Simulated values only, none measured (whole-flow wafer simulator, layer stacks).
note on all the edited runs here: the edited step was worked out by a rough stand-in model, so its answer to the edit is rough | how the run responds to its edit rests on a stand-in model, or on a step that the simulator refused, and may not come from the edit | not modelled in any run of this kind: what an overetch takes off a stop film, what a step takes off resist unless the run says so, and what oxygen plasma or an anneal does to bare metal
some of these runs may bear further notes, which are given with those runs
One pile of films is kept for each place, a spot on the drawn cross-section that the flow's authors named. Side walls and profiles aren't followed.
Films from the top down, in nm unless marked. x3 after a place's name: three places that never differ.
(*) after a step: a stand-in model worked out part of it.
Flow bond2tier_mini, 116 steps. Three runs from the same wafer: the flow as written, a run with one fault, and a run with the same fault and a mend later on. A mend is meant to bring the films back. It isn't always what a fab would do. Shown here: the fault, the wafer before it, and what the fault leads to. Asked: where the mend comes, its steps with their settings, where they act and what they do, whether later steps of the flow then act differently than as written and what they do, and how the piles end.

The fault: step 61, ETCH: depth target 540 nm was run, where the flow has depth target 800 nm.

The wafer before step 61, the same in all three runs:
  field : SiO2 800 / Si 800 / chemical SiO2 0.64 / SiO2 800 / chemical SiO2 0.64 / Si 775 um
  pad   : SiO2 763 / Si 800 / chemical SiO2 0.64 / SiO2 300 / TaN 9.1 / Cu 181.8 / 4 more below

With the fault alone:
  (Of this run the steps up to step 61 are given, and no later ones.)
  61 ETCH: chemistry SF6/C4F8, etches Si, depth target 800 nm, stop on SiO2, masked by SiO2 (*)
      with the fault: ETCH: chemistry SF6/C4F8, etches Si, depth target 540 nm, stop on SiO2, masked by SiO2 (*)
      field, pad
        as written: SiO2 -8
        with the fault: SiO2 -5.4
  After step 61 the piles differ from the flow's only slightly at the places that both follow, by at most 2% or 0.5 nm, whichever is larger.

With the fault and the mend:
  The mend comes after step 61.
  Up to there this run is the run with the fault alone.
  61a ETCH: chemistry SF6/C4F8, etches Si, depth target 260 nm, stop on SiO2, masked by SiO2 (*) (the flow's step 61 once more, with other settings)
      field, pad
        SiO2 -2.6
  No later step of the flow acts differently than as written at any place that is followed.
  At the end the piles are the same as the flow's at every place that both follow.
